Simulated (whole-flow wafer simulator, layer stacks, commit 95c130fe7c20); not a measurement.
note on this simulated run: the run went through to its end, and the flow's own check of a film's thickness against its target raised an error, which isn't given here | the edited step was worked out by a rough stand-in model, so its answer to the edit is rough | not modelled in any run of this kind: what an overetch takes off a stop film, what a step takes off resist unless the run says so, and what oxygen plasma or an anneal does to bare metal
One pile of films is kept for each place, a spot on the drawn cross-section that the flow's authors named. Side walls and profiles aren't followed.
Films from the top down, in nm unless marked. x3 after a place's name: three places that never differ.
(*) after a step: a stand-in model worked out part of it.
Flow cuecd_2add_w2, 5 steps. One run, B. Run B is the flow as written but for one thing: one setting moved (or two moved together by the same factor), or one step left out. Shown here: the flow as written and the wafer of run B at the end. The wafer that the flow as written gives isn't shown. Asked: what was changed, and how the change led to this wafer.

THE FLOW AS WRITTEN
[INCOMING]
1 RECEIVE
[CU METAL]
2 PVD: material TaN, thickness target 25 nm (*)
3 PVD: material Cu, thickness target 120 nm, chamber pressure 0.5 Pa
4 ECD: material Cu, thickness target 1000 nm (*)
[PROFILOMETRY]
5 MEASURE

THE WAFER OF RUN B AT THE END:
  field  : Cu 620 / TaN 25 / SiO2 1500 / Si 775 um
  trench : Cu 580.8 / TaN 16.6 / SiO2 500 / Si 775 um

The cause: step 4, ECD: thickness target 500 nm was run, where the flow has thickness target 1000 nm.

How the change led to this, step by step:
  4 ECD: material Cu, thickness target 1000 nm (*)
      field: Cu +500 (as written it would be: Cu +1000)
      trench: Cu +500 (as written it would be: Cu +2047.6)
